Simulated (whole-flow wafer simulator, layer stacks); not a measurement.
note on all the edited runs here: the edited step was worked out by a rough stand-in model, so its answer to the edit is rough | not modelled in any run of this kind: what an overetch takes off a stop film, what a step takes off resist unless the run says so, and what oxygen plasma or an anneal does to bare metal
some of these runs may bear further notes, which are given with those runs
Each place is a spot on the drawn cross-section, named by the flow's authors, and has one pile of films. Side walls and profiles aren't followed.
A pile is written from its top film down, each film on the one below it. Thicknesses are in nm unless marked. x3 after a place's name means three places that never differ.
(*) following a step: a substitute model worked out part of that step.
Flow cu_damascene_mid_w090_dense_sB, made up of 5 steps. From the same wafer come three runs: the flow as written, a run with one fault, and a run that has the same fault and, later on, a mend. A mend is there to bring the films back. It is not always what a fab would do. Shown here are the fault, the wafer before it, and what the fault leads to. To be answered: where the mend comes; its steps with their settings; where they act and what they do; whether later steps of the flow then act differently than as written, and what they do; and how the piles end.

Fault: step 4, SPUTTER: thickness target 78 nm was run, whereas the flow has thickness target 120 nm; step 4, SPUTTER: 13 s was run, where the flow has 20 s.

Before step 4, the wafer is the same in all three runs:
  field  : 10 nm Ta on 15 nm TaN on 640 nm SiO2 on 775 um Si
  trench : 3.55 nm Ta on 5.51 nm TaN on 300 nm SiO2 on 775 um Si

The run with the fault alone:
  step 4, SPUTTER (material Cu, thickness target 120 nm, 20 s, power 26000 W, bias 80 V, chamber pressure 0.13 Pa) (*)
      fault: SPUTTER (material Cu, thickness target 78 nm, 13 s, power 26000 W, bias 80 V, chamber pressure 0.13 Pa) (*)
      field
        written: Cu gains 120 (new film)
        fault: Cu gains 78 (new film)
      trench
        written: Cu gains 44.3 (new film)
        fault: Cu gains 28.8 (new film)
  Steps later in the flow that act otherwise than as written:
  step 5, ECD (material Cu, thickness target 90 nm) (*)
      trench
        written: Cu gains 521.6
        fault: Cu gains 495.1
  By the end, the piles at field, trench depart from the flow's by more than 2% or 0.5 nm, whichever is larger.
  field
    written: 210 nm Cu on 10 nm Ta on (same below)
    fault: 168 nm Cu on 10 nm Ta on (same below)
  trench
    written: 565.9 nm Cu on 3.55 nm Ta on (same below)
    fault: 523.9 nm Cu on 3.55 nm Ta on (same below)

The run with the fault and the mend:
  The mend stands after step 4.
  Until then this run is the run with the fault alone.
  step 4a, SPUTTER (material Cu, thickness target 42 nm, 7 s, power 26000 W, bias 80 V, chamber pressure 0.13 Pa) (*) (a further turn of the flow's step 4, with different settings)
      field
        Cu gains 42
      trench
        Cu gains 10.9
  Later steps of the flow that are run all act as written at every place that is followed, up to a difference of at most 2% or 0.5 nm, whichever is larger.
  At every place that both follow, the piles at the end match the flow's.
